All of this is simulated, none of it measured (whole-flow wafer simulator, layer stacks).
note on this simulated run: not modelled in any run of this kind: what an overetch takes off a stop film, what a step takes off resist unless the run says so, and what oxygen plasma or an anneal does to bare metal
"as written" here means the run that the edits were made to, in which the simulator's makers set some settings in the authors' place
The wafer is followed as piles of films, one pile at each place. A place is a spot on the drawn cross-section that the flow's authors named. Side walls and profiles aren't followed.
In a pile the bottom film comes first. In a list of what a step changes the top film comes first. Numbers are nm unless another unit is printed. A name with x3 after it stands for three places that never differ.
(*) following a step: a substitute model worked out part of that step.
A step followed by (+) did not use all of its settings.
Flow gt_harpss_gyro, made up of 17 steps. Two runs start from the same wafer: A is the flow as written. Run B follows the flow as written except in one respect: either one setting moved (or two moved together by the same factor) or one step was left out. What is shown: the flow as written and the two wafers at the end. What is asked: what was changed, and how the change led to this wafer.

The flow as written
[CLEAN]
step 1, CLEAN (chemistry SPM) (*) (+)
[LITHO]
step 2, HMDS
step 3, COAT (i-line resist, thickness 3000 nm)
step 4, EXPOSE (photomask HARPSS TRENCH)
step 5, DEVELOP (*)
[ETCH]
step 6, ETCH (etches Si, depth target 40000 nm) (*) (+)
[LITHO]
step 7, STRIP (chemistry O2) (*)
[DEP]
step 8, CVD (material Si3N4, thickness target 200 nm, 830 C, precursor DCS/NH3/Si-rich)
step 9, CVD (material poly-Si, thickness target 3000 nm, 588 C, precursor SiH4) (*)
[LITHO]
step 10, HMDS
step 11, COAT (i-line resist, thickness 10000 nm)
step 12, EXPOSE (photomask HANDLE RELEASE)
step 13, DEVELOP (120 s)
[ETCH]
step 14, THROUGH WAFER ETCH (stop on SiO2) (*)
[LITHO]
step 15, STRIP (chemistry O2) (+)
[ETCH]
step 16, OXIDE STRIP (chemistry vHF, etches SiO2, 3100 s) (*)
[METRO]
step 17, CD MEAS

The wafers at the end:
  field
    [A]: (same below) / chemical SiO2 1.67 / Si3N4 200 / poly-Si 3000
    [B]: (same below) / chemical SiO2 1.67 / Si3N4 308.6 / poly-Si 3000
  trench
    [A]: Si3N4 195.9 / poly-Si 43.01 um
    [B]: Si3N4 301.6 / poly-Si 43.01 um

The reason: step 8, CVD: thickness target 308.6 nm was run, whereas the flow has thickness target 200 nm.
The wafer lets one read it off: field has Si3N4 308.6, and step 8 as written asks for 200 nm.

Step by step, how the change led to this:
  step 8, CVD (material Si3N4, thickness target 200 nm, 830 C, precursor DCS/NH3/Si-rich)
      field: A +200 Si3N4 (new film) | B +308.6 Si3N4 (new film)
      trench: A +195.9 Si3N4 (new film) | B +301.6 Si3N4 (new film)
